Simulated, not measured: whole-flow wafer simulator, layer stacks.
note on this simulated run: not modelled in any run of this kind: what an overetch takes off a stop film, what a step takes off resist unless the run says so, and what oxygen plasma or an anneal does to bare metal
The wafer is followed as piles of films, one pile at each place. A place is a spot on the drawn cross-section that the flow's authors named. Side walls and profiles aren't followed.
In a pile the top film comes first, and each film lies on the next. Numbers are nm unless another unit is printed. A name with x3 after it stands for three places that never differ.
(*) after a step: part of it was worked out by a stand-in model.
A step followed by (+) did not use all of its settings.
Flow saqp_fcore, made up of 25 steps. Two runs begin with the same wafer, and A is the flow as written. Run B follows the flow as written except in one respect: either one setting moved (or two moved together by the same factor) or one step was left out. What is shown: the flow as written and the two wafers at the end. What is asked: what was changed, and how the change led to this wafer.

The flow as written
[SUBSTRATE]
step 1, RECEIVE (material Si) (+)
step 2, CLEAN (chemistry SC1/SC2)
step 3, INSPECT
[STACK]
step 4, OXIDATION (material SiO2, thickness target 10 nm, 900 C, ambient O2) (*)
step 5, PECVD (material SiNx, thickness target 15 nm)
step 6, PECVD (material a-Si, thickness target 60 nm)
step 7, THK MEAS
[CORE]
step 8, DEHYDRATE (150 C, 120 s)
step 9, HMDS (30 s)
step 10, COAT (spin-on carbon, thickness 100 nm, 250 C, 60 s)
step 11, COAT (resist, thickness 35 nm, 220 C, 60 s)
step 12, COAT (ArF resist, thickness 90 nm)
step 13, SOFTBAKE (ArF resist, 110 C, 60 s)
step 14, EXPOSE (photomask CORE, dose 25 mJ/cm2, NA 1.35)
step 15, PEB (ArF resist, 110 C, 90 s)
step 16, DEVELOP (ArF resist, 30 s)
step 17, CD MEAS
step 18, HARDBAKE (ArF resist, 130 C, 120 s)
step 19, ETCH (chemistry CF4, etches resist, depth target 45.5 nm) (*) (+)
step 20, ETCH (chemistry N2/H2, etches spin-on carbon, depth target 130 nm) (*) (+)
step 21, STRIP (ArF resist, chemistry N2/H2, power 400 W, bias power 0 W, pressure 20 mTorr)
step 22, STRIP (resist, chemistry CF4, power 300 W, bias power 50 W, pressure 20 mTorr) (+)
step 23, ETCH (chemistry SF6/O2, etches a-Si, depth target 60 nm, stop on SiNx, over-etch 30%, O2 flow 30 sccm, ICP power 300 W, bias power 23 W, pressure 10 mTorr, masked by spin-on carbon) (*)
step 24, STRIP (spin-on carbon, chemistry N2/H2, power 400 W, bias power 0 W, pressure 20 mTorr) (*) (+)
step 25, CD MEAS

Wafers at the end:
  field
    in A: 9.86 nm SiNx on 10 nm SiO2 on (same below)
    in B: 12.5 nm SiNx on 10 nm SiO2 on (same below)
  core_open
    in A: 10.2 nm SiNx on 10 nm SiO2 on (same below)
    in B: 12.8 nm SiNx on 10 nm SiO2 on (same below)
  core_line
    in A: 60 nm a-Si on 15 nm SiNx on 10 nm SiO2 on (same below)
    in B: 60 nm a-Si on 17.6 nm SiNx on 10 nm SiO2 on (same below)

Cause: step 5, PECVD: thickness target 17.6 nm was run, whereas the flow has thickness target 15 nm.
The wafer itself shows it: core_line has SiNx 17.6, and step 5 as written asks for 15 nm.

How this came from the change, step by step:
  step 5, PECVD (material SiNx, thickness target 15 nm)
      field, core_open, core_line: A SiNx gains 15 (new film) | B SiNx gains 17.6 (new film)
